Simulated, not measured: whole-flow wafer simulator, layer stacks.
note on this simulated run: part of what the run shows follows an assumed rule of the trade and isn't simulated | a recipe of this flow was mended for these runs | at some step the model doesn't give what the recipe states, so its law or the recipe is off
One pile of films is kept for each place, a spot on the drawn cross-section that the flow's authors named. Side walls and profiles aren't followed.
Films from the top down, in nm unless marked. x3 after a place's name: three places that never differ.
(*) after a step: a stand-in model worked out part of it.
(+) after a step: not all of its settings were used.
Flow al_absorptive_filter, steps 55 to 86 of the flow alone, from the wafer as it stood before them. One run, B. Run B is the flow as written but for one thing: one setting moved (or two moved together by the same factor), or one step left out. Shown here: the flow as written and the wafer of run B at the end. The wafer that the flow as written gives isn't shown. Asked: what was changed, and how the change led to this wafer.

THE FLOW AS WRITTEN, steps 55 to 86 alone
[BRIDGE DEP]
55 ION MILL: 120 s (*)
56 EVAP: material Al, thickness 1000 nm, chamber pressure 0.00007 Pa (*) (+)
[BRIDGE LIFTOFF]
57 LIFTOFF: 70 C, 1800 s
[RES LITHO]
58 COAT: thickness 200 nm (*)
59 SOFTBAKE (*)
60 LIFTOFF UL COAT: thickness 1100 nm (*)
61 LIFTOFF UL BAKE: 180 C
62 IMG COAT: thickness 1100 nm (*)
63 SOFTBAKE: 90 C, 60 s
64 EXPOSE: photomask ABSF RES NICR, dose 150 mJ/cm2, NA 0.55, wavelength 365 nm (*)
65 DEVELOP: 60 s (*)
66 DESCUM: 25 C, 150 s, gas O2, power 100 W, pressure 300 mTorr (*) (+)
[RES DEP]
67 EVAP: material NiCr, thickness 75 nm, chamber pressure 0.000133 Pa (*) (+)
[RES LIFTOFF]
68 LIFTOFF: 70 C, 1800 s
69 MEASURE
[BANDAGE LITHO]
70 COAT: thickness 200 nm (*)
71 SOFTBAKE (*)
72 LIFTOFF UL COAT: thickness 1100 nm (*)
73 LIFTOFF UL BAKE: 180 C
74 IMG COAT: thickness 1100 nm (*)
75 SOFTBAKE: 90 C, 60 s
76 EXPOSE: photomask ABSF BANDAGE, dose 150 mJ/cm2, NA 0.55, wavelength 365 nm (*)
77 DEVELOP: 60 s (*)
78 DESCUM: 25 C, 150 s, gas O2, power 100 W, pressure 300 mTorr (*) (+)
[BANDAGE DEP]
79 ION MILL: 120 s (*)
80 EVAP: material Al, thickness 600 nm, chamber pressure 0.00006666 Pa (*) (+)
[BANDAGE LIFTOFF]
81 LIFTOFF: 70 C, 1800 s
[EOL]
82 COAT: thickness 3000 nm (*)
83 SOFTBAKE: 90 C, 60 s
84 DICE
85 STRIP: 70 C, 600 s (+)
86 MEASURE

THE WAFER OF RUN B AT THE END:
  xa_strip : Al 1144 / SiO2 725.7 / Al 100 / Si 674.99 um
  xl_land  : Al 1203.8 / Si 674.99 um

The cause: step 56, EVAP: thickness 1144 nm was run, where the flow has thickness 1000 nm.
It can be read off the wafer: xa_strip has Al 1144, and step 56 as written asks for 1000 nm.

How the change led to this, step by step:
  56 EVAP: material Al, thickness 1000 nm, chamber pressure 0.00007 Pa (*) (+)
      gnd, pad_far, pad_near and 10 more: Al +1144 (new film) (as written it would be: Al +1000 (new film))
      xl_land: Al +1144 (as written it would be: Al +1000)
  57 LIFTOFF: 70 C, 1800 s
      gnd, xa_field, idc_field: Al -1144 (all of it), i-line-resist -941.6 (all of it), lift-off-underlayer -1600 (all of it), acrylic-e-beam-resist -200 (all of it) (as written it would be: Al -1000 (all of it), i-line-resist -941.6 (all of it), lift-off-underlayer -1600 (all of it), acrylic-e-beam-resist -200 (all of it))
      pad_far: Al -1144 (all of it), i-line-resist -940.5 (all of it), lift-off-underlayer -1591.1 (all of it), acrylic-e-beam-resist -198.5 (all of it) (as written it would be: Al -1000 (all of it), i-line-resist -940.5 (all of it), lift-off-underlayer -1591.1 (all of it), acrylic-e-beam-resist -198.5 (all of it))
      (and at 6 more places)
  58 COAT: thickness 200 nm (*)
      xa_margin: acrylic-e-beam-resist +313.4 (new film) (as written it would be: acrylic-e-beam-resist +288.1 (new film))
      xa_strip: acrylic-e-beam-resist +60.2 (new film) (as written it would be: acrylic-e-beam-resist +66.9 (new film))
  60 LIFTOFF UL COAT: thickness 1100 nm (*)
      xa_margin: lift-off-underlayer +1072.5 (new film) (as written it would be: lift-off-underlayer +1021 (new film))
      xa_strip: lift-off-underlayer +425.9 (new film) (as written it would be: lift-off-underlayer +459.8 (new film))
  62 IMG COAT: thickness 1100 nm (*)
      xa_margin: i-line-resist +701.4 (new film) (as written it would be: i-line-resist +741.1 (new film))
      xa_strip: i-line-resist +520 (new film) (as written it would be: i-line-resist +577.9 (new film))
  68 LIFTOFF: 70 C, 1800 s
      xa_margin: NiCr -75 (all of it), i-line-resist -558 (all of it), lift-off-underlayer -1072.5 (all of it), acrylic-e-beam-resist -313.4 (all of it) (as written it would be: NiCr -75 (all of it), i-line-resist -598.1 (all of it), lift-off-underlayer -1021 (all of it), acrylic-e-beam-resist -288.1 (all of it))
      xa_strip: NiCr -75 (all of it), i-line-resist -375.7 (all of it), lift-off-underlayer -425.9 (all of it), acrylic-e-beam-resist -60.2 (all of it) (as written it would be: NiCr -75 (all of it), i-line-resist -433.3 (all of it), lift-off-underlayer -459.8 (all of it), acrylic-e-beam-resist -66.9 (all of it))
  70 COAT: thickness 200 nm (*)
      xa_margin: acrylic-e-beam-resist +313.4 (new film) (as written it would be: acrylic-e-beam-resist +288.1 (new film))
      xa_strip: acrylic-e-beam-resist +60.2 (new film) (as written it would be: acrylic-e-beam-resist +66.9 (new film))
  72 LIFTOFF UL COAT: thickness 1100 nm (*)
      xa_margin: lift-off-underlayer +1072.5 (new film) (as written it would be: lift-off-underlayer +1021 (new film))
      xa_strip: lift-off-underlayer +425.9 (new film) (as written it would be: lift-off-underlayer +459.8 (new film))
  74 IMG COAT: thickness 1100 nm (*)
      xa_margin: i-line-resist +701.4 (new film) (as written it would be: i-line-resist +741.1 (new film))
      xa_strip: i-line-resist +520 (new film) (as written it would be: i-line-resist +577.9 (new film))
  81 LIFTOFF: 70 C, 1800 s
      xa_margin: Al -600 (all of it), i-line-resist -564.4 (all of it), lift-off-underlayer -1072.5 (all of it), acrylic-e-beam-resist -313.4 (all of it) (as written it would be: Al -600 (all of it), i-line-resist -604.4 (all of it), lift-off-underlayer -1021 (all of it), acrylic-e-beam-resist -288.1 (all of it))
      xa_strip: Al -600 (all of it), i-line-resist -382 (all of it), lift-off-underlayer -425.9 (all of it), acrylic-e-beam-resist -60.2 (all of it) (as written it would be: Al -600 (all of it), i-line-resist -439.6 (all of it), lift-off-underlayer -459.8 (all of it), acrylic-e-beam-resist -66.9 (all of it))
  82 COAT: thickness 3000 nm (*)
      xa_strip: i-line-resist +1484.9 (new film) (as written it would be: i-line-resist +1594.3 (new film))
  83 SOFTBAKE: 90 C, 60 s
      xa_margin: i-line-resist -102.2 (as written it would be: i-line-resist -94.2)
      xa_strip: i-line-resist -127.4 (as written it would be: i-line-resist -117.3)
  85 STRIP: 70 C, 600 s (+)
      xa_strip: i-line-resist -1357.4 (all of it) (as written it would be: i-line-resist -1477 (all of it))
